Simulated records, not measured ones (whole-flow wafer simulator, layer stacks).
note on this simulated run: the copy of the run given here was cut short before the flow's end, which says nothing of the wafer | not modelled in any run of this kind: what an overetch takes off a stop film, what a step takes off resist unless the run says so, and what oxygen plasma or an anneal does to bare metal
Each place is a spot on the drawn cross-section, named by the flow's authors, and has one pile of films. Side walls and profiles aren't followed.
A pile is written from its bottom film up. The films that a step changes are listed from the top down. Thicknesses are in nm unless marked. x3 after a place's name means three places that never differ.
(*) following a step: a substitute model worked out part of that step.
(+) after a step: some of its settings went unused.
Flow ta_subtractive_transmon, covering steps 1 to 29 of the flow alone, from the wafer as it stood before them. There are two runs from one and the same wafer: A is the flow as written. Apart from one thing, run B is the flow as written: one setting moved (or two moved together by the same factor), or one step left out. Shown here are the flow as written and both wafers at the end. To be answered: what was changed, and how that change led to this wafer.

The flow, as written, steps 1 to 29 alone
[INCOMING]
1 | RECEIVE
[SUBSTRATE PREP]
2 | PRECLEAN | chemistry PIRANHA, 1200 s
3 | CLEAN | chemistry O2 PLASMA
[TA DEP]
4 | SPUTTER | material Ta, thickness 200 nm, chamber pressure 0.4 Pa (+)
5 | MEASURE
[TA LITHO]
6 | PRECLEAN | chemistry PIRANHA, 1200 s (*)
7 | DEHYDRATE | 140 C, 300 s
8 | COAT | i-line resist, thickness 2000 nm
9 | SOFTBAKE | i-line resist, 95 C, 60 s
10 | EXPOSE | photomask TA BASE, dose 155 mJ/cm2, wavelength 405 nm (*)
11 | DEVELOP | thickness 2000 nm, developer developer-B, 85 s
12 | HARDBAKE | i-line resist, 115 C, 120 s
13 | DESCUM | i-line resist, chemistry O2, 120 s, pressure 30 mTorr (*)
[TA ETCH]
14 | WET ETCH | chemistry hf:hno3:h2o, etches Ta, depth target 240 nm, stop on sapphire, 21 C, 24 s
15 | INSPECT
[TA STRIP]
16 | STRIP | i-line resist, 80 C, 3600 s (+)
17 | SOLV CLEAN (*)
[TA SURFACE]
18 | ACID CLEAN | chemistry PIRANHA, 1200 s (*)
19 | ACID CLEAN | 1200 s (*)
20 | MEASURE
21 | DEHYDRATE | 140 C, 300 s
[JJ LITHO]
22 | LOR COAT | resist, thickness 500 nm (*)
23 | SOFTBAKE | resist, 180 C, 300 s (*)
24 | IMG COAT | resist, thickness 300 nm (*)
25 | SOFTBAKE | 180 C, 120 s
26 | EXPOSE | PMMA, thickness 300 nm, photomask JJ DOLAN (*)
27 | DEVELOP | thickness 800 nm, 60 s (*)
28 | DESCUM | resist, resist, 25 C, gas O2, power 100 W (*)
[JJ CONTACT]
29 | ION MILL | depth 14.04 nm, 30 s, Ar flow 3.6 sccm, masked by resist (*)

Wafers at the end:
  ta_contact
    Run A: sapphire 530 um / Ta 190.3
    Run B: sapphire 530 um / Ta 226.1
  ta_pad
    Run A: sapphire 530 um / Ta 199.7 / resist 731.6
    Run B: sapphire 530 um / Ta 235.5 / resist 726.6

The reason: step 4, SPUTTER: thickness 235.8 nm was run, though the flow has thickness 200 nm.

Step by step, how the change led to this:
  4 | SPUTTER | material Ta, thickness 200 nm, chamber pressure 0.4 Pa (+)
      field x2, jj_line, lead, ta_contact, ta_pad: A +200 Ta (new film) | B +235.8 Ta (new film)
  14 | WET ETCH | chemistry hf:hno3:h2o, etches Ta, depth target 240 nm, stop on sapphire, 21 C, 24 s
      field x2, jj_line, lead: A -200 Ta (all of it) | B -235.8 Ta (all of it)
  22 | LOR COAT | resist, thickness 500 nm (*)
      ta_contact: A +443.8 resist (new film) | B +434.8 resist (new film)
